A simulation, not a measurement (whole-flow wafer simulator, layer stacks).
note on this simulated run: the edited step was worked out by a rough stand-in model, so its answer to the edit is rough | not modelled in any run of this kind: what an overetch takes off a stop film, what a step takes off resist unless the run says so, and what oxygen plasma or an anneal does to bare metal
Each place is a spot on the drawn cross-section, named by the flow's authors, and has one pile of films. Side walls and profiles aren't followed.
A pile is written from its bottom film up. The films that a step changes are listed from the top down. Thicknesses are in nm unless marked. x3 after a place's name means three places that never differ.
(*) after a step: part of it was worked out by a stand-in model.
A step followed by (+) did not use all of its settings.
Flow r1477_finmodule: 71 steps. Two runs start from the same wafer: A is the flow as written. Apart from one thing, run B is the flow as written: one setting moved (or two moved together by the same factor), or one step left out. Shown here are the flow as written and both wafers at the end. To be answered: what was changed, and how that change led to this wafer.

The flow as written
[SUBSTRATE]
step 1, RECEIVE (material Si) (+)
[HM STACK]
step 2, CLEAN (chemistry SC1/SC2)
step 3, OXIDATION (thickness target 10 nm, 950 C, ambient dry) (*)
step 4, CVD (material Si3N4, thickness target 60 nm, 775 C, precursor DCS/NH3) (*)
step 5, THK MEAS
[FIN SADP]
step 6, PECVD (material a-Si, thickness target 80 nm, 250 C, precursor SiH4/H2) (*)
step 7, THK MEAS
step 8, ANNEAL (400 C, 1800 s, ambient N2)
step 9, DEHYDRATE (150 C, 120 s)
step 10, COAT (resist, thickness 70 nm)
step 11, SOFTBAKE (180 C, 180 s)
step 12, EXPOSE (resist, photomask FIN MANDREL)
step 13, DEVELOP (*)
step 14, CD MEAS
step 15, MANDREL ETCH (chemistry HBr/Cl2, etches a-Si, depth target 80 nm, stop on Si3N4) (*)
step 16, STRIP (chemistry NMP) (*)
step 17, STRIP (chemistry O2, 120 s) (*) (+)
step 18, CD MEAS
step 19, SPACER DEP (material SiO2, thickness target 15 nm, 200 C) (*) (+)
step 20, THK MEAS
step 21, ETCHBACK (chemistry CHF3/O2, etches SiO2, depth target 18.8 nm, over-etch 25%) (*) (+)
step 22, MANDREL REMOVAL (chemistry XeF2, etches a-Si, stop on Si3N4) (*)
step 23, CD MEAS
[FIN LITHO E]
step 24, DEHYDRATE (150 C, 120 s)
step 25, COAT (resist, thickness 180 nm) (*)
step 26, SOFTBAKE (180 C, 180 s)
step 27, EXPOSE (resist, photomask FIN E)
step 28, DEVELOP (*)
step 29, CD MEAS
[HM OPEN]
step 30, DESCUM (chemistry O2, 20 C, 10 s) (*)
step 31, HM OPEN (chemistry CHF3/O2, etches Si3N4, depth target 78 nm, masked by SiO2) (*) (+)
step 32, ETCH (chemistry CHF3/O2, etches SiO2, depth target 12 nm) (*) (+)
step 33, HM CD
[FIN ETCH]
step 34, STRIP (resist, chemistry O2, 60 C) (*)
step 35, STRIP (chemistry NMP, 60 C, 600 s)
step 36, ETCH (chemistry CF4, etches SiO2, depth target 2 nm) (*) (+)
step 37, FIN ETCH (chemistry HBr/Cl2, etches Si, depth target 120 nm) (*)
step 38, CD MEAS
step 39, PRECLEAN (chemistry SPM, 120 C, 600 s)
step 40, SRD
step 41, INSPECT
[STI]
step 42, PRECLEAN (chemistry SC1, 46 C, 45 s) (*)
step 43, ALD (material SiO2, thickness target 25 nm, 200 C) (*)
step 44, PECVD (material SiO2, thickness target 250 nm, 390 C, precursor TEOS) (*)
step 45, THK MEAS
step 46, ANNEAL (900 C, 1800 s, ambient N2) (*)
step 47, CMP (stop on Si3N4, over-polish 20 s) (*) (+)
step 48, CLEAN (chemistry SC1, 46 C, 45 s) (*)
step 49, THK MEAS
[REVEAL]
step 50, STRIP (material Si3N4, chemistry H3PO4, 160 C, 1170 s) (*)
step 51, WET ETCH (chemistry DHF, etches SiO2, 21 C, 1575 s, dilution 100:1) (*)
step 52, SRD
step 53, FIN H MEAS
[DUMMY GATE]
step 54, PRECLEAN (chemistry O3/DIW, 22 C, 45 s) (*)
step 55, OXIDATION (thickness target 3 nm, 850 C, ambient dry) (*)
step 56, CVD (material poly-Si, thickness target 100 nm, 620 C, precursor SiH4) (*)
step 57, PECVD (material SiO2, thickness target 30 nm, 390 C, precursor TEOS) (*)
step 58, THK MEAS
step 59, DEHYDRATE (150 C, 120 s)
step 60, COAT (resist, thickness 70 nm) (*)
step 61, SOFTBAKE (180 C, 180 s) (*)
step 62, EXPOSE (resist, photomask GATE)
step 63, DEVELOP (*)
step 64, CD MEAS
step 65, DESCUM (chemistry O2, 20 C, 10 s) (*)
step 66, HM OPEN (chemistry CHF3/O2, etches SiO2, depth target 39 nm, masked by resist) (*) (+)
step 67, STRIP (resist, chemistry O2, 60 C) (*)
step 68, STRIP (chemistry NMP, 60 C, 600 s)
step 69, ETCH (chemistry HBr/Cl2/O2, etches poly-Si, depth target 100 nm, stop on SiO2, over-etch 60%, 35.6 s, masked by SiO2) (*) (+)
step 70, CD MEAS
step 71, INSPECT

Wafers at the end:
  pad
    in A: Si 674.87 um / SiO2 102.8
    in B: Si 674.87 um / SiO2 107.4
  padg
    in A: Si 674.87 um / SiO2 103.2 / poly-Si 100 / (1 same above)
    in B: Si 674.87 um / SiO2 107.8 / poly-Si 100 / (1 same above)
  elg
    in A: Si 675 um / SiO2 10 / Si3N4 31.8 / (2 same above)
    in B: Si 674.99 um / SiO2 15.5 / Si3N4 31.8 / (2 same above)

Cause: step 3, OXIDATION: thickness target 15.5 nm was run, though the flow has thickness target 10 nm.
One can read it off the wafer: elg has SiO2 15.5, and step 3 as written asks for 10 nm.

How this came from the change, step by step:
  step 3, OXIDATION (thickness target 10 nm, 950 C, ambient dry) (*)
      pad, padg, elg and 33 more: A SiO2 gains 10 (new film), chemical SiO2 loses 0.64 (all of it), Si loses 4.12 | B SiO2 gains 15.5 (new film), chemical SiO2 loses 0.64 (all of it), Si loses 6.54
  step 31, HM OPEN (chemistry CHF3/O2, etches Si3N4, depth target 78 nm, masked by SiO2) (*) (+)
      pad, padg, esg and 13 more: A Si3N4 loses 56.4 (all of it), SiO2 loses 10 (all of it) | B Si3N4 loses 56.4 (all of it), SiO2 loses 10.8
  step 32, ETCH (chemistry CHF3/O2, etches SiO2, depth target 12 nm) (*) (+)
      pad, padg, e40sg and 11 more: A Si loses 2.4 | B SiO2 loses 4.69 (all of it), Si loses 1.46
      esg, eso: A Si loses 1.77 | B SiO2 loses 4.69 (all of it), Si loses 1.46
      (also at 6 further places)
  step 43, ALD (material SiO2, thickness target 25 nm, 200 C) (*)
      esg: A SiO2 gains 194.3 (new film) | B SiO2 gains 199.4 (new film)
  step 47, CMP (stop on Si3N4, over-polish 20 s) (*) (+)
      pad, padg, e40sg and 11 more: A SiO2 loses 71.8 | B SiO2 loses 67.2
      eso: A SiO2 loses 72.4 | B SiO2 loses 67.2
  step 51, WET ETCH (chemistry DHF, etches SiO2, 21 C, 1575 s, dilution 100:1) (*)
      s40sg_line, s45sg_line, s50sg_line, s40so_line, s45so_line, s50so_line: A SiO2 loses 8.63 (all of it) | B SiO2 loses 14.1 (all of it)
  step 56, CVD (material poly-Si, thickness target 100 nm, 620 C, precursor SiH4) (*)
      s40cg, s40co: A poly-Si gains 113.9 (new film) | B poly-Si gains 108.4 (new film)
      s45cg, s45co: A poly-Si gains 113.4 (new film) | B poly-Si gains 107.9 (new film)
      (also at 2 further places)
  step 60, COAT (resist, thickness 70 nm) (*)
      s40sg, s40so: A resist gains 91 (new film) | B resist gains 85.8 (new film)
      s45sg, s45so: A resist gains 91 (new film) | B resist gains 85.7 (new film)
      (also at 2 further places)
  step 63, DEVELOP (*)
      s40so: A resist loses 91 (all of it) | B resist loses 85.8 (all of it)
      s45so: A resist loses 91 (all of it) | B resist loses 85.7 (all of it)
      (also at 1 further place)
  step 67, STRIP (resist, chemistry O2, 60 C) (*)
      s40sg: A resist loses 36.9 (all of it) | B resist loses 31.7 (all of it)
      s45sg: A resist loses 36.9 (all of it) | B resist loses 31.6 (all of it)
      (also at 1 further place)
  step 69, ETCH (chemistry HBr/Cl2/O2, etches poly-Si, depth target 100 nm, stop on SiO2, over-etch 60%, 35.6 s, masked by SiO2) (*) (+)
      s40co: A chemical SiO2 loses 1.46 (all of it), poly-Si loses 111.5 (all of it), SiO2 loses 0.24 | B chemical SiO2 loses 1.46 (all of it), poly-Si loses 106 (all of it), SiO2 loses 0.27
      s45co: A chemical SiO2 loses 1.46 (all of it), poly-Si loses 110.9 (all of it), SiO2 loses 0.25 | B chemical SiO2 loses 1.46 (all of it), poly-Si loses 105.4 (all of it), SiO2 loses 0.27
      (also at 1 further place)
